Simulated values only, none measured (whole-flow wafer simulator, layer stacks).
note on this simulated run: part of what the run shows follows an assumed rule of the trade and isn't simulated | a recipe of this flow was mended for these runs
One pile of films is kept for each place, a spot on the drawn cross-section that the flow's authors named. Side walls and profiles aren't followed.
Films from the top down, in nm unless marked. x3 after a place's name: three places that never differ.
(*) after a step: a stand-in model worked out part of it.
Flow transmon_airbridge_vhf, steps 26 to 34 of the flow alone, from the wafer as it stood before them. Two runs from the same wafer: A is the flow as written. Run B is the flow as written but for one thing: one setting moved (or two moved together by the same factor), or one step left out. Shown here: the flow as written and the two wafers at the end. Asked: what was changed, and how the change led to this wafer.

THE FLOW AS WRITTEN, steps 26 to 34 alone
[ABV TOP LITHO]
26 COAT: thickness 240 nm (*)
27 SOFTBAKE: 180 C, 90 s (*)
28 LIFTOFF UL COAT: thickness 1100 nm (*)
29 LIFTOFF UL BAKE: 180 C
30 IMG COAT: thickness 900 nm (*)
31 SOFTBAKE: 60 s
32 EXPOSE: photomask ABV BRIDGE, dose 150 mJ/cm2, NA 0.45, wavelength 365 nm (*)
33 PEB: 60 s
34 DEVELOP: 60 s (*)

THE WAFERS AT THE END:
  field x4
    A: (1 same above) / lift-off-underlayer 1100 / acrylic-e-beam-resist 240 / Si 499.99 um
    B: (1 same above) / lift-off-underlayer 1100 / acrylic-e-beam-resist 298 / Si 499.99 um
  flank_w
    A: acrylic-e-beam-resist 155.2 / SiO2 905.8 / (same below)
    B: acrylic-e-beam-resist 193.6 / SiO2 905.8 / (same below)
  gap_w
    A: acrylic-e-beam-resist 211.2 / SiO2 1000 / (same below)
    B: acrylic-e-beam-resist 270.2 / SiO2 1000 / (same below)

The cause: step 26, COAT: thickness 298 nm was run, where the flow has thickness 240 nm.
It can be read off the wafer: field x4 has acrylic-e-beam-resist 298, and step 26 as written asks for 240 nm.

How the change led to this, step by step:
  26 COAT: thickness 240 nm (*)
      field x4, trace_open_s x2: A acrylic-e-beam-resist +240 (new film) | B acrylic-e-beam-resist +298 (new film)
      flank_w, flank_e: A acrylic-e-beam-resist +155.2 (new film) | B acrylic-e-beam-resist +193.6 (new film)
      (and at 9 more places)
